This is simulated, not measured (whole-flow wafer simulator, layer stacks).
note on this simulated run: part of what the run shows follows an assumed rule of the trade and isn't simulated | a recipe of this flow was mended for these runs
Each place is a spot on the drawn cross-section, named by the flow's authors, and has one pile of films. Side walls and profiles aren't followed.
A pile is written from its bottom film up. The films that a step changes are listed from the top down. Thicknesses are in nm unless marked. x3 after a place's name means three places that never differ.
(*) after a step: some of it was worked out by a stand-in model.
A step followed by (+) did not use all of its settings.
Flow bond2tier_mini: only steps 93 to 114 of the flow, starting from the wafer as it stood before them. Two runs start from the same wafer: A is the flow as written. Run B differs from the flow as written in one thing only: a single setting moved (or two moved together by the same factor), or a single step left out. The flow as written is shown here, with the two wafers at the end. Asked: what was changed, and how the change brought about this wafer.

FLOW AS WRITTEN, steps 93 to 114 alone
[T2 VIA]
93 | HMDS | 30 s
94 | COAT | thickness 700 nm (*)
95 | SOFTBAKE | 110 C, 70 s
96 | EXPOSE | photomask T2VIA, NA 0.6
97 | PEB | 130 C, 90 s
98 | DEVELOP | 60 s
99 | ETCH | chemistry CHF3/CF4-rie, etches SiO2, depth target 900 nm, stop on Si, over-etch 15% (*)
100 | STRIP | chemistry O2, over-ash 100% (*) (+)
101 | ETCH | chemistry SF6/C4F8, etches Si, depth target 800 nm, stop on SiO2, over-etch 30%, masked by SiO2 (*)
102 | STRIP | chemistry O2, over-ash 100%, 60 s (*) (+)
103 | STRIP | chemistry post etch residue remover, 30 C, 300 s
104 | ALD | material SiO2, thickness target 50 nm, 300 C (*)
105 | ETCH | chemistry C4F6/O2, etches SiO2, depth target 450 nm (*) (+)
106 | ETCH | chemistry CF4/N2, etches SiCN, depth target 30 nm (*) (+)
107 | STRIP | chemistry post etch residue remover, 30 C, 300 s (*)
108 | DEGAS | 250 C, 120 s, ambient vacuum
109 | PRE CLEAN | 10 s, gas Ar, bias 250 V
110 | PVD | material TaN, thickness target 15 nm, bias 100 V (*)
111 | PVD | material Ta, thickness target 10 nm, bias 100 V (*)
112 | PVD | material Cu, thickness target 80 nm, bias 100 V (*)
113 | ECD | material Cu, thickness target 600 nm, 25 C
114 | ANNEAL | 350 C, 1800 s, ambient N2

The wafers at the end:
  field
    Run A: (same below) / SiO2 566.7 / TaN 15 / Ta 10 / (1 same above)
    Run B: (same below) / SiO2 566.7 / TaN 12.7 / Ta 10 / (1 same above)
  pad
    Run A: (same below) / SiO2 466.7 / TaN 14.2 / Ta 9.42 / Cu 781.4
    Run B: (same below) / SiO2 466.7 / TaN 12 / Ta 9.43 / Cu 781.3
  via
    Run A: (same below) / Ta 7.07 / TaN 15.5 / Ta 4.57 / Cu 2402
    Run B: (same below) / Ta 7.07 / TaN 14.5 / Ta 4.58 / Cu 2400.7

What caused this: step 110, PVD: thickness target 12.7 nm was run, though the flow has thickness target 15 nm.
One can read it off the wafer: field has TaN 12.7, and step 110 as written asks for 15 nm.

Step by step, how the change led to this:
  110 | PVD | material TaN, thickness target 15 nm, bias 100 V (*)
      field: A TaN gains 15 (new film) | B TaN gains 12.7 (new film)
      pad: A TaN gains 14.2 (new film) | B TaN gains 12 (new film)
      (as well as at 1 more place)
